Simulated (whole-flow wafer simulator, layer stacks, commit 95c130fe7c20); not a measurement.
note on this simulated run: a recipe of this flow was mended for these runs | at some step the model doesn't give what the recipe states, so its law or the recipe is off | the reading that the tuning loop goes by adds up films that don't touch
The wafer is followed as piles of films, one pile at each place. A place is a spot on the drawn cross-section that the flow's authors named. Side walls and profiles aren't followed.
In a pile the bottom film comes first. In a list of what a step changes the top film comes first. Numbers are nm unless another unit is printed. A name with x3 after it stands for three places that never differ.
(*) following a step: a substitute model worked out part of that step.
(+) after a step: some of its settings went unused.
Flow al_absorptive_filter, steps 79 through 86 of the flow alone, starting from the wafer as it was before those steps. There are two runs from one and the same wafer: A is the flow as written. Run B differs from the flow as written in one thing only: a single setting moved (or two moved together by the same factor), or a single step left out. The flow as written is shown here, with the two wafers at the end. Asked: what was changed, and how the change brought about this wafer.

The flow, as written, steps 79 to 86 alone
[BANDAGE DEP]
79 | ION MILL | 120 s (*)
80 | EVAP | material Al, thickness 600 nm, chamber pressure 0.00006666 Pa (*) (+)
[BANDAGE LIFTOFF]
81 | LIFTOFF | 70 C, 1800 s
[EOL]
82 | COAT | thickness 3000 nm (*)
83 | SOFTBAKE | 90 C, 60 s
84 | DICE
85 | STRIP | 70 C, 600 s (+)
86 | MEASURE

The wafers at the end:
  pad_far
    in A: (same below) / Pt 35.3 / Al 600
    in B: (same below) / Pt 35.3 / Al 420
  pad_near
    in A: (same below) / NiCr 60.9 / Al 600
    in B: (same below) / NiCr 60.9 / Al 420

What caused this: step 80, EVAP: thickness 420 nm was run, while the flow as written has thickness 600 nm.
The wafer itself shows it: pad_far has Al 420, and step 80 as written asks for 600 nm.

Step by step, how the change led to this:
  80 | EVAP | material Al, thickness 600 nm, chamber pressure 0.00006666 Pa (*) (+)
      gnd, pad_far, pad_near and 11 more: A +600 Al (new film) | B +420 Al (new film)
  81 | LIFTOFF | 70 C, 1800 s
      xa_field, xl_land, idc_field: A -600 Al (all of it), -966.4 i-line-resist (all of it), -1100 lift-off-underlayer (all of it), -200 acrylic-e-beam-resist (all of it) | B -420 Al (all of it), -966.4 i-line-resist (all of it), -1100 lift-off-underlayer (all of it), -200 acrylic-e-beam-resist (all of it)
      gnd: A -600 Al (all of it), -968.3 i-line-resist (all of it), -1103.3 lift-off-underlayer (all of it), -200.9 acrylic-e-beam-resist (all of it) | B -420 Al (all of it), -968.3 i-line-resist (all of it), -1103.3 lift-off-underlayer (all of it), -200.9 acrylic-e-beam-resist (all of it)
      (as well as at 8 more places)
  82 | COAT | thickness 3000 nm (*)
      pad_far: A +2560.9 i-line-resist (new film) | B +2692.3 i-line-resist (new film)
      pad_near: A +2480.3 i-line-resist (new film) | B +2614 i-line-resist (new film)
  83 | SOFTBAKE | 90 C, 60 s
      gnd: A +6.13 i-line-resist | B +4.43 i-line-resist
      pad_far: A -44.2 i-line-resist | B -30.2 i-line-resist
      (as well as at 2 more places)
  85 | STRIP | 70 C, 600 s (+)
      pad_far: A -2516.7 i-line-resist (all of it) | B -2662.1 i-line-resist (all of it)
      pad_near: A -2439.3 i-line-resist (all of it) | B -2585.4 i-line-resist (all of it)
